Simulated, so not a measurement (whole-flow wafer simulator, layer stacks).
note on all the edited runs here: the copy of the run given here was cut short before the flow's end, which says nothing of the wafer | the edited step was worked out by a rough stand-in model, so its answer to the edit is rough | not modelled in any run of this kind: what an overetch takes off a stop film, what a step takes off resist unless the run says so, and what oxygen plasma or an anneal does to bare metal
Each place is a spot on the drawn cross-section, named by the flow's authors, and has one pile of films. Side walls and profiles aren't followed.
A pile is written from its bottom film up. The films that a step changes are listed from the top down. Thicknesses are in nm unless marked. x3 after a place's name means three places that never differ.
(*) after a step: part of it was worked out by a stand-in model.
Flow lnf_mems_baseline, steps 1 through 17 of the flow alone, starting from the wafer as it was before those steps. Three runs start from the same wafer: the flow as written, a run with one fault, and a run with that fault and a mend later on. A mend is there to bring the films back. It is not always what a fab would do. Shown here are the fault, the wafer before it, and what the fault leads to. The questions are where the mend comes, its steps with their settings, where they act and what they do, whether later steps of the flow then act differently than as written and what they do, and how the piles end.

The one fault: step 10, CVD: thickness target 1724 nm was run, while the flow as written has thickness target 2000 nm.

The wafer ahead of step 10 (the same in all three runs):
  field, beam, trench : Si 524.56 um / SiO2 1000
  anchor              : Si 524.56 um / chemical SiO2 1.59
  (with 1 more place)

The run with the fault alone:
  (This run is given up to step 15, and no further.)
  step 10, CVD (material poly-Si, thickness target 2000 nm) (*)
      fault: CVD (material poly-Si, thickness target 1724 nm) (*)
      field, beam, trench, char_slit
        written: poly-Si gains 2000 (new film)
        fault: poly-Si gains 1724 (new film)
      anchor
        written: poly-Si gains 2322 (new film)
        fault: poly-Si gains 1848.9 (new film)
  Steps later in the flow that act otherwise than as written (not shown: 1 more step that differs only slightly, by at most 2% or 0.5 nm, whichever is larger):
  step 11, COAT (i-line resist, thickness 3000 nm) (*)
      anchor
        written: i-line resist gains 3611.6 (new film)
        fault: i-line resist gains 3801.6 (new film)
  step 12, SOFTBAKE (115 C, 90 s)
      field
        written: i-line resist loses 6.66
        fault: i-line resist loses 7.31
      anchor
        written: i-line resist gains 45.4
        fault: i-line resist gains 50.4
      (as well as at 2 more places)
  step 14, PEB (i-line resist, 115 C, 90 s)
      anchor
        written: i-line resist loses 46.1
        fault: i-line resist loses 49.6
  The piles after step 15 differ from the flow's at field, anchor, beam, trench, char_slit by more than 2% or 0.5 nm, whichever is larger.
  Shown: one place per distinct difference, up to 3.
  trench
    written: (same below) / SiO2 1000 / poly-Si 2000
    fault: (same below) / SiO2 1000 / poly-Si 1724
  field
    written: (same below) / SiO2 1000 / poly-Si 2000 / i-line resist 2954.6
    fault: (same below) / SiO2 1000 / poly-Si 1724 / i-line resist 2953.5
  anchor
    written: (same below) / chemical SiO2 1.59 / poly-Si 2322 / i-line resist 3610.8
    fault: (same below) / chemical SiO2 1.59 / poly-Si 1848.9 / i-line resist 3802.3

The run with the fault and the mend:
  After step 10 comes the mend.
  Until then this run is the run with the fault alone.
  step 10a, ETCH (chemistry tmah, depth target 2258 nm)
      field, beam, trench, char_slit
        poly-Si loses 1724 (all of it)
      anchor
        poly-Si loses 1848.9 (all of it)
  step 10b, CLEAN (chemistry SC1/SC2) (the flow's step 1 again)
      does not change any film at any place that is followed
  step 10c, CVD (material poly-Si, thickness target 2000 nm) (*) (the flow's step 10 again)
      field, beam, trench, char_slit
        poly-Si gains 2000 (new film)
      anchor
        poly-Si gains 2322 (new film)
  Later steps of the flow that are run all act as written at every place that is followed.
  At every place that both follow, the piles at the end match the flow's.
